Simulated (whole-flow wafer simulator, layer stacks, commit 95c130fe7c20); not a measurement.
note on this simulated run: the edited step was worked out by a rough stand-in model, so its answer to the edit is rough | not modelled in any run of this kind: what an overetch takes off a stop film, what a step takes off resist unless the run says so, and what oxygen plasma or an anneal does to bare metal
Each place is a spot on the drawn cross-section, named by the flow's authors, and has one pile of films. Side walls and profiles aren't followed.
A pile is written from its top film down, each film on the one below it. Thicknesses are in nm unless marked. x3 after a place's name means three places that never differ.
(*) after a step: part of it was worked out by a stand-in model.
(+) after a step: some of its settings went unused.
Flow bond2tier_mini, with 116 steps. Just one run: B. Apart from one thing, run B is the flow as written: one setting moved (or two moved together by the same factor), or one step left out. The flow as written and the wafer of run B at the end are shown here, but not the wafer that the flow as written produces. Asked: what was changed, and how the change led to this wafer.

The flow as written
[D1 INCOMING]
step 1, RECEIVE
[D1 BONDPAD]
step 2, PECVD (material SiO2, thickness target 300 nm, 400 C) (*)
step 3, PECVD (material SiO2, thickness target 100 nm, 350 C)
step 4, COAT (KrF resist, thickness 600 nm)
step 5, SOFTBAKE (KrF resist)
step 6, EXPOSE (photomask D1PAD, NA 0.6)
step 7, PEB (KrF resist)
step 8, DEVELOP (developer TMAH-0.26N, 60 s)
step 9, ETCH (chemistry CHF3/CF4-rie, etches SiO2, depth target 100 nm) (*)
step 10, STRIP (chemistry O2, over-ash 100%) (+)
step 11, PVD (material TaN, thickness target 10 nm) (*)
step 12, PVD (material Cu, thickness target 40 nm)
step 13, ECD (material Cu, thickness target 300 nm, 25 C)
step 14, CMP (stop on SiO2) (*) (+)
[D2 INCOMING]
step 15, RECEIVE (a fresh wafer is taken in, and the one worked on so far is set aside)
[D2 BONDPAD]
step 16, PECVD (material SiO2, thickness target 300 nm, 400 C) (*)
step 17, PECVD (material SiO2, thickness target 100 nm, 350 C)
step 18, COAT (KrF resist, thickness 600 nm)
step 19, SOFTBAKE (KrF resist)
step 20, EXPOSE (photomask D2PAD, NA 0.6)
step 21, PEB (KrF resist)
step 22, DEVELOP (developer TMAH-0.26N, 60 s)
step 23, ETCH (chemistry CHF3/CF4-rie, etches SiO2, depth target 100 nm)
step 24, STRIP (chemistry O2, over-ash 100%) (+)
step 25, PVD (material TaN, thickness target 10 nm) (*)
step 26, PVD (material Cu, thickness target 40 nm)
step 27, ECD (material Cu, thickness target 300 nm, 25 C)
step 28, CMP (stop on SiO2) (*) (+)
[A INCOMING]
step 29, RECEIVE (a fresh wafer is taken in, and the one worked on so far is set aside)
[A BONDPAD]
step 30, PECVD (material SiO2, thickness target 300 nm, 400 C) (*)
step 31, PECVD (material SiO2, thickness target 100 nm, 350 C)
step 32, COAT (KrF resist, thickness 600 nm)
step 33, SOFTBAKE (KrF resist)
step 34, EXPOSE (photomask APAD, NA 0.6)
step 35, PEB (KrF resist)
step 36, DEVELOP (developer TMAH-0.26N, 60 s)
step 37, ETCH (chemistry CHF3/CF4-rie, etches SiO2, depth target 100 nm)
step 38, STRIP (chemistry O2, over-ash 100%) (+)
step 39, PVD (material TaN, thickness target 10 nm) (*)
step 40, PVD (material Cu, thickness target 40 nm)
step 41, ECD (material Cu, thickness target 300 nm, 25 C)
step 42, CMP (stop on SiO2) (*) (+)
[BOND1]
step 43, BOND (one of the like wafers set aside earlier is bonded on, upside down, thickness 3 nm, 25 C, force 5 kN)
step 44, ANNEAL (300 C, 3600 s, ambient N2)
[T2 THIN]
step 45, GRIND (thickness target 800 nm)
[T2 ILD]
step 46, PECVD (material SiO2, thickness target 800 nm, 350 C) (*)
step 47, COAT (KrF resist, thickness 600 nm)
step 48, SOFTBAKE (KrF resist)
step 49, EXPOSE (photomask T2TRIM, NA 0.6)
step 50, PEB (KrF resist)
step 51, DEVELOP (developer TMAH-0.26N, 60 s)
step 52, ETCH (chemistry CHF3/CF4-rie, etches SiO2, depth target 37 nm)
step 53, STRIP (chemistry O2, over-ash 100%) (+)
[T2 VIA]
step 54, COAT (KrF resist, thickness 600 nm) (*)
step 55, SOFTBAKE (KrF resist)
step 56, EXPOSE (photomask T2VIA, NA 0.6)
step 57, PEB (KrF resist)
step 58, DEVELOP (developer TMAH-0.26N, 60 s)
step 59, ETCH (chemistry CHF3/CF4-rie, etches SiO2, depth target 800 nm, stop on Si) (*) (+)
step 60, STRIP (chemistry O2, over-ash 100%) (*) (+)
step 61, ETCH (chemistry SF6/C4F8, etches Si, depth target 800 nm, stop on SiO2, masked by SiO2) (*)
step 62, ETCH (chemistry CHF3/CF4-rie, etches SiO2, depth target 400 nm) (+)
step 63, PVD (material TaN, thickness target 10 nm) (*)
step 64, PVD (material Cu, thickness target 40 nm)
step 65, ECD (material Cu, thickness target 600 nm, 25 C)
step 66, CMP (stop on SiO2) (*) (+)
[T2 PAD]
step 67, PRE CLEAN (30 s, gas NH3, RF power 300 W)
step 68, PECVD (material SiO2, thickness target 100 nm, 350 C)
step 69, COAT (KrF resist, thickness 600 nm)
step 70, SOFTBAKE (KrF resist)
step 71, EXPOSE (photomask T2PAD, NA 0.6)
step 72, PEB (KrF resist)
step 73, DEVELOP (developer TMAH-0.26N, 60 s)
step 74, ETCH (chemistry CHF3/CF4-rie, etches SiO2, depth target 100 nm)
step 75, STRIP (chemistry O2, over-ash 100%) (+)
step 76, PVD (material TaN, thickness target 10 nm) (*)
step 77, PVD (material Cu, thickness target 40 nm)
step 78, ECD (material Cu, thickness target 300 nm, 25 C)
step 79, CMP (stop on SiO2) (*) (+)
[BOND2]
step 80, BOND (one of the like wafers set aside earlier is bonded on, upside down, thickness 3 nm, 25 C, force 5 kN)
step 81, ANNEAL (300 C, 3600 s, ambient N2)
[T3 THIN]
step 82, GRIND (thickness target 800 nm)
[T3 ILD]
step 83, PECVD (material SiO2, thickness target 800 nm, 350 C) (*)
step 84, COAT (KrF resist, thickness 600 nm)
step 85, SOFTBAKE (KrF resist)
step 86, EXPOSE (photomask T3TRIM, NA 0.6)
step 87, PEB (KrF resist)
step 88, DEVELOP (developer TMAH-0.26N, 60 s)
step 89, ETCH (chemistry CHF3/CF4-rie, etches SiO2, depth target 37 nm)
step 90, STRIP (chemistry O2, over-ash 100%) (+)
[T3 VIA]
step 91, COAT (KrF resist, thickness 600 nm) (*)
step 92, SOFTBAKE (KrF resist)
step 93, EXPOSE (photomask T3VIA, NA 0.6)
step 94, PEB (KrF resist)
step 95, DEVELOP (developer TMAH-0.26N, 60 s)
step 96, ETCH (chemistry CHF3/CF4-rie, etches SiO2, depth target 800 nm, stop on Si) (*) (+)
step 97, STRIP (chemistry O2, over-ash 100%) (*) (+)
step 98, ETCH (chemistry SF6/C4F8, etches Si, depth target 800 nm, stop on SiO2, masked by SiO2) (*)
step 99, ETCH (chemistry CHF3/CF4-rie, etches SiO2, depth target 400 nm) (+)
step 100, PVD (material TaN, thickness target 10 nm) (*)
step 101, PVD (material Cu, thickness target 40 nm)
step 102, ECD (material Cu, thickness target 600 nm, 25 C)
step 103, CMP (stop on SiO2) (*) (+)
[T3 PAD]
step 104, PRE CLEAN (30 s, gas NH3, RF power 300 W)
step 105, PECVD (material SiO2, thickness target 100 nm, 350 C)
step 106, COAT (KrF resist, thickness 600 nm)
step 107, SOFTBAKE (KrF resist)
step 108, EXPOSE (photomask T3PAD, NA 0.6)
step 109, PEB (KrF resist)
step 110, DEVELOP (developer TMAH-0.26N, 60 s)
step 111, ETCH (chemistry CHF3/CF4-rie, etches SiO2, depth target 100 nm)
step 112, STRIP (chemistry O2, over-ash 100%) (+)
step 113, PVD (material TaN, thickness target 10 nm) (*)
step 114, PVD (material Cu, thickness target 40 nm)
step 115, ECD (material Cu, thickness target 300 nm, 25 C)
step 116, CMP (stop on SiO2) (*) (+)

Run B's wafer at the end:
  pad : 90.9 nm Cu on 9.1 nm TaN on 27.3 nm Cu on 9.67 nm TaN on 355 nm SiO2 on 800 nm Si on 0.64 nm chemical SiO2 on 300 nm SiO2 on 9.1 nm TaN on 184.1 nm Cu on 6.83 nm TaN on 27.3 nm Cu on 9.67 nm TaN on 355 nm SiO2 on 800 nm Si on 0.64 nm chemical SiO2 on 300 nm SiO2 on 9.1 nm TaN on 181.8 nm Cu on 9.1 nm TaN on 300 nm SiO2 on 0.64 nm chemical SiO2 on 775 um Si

The reason: step 76, PVD: thickness target 7.5 nm was run, while the flow as written has thickness target 10 nm.

Step by step, how the change led to this:
  step 76, PVD (material TaN, thickness target 10 nm) (*)
      field: TaN gains 7.5 (new film) (it would be, as written: TaN gains 10 (new film))
      pad: TaN gains 6.83 (new film) (it would be, as written: TaN gains 9.1 (new film))
  step 79, CMP (stop on SiO2) (*) (+)
      field: Cu loses 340 (all of it), TaN loses 7.5 (all of it) (it would be, as written: Cu loses 340 (all of it), TaN loses 10 (all of it))
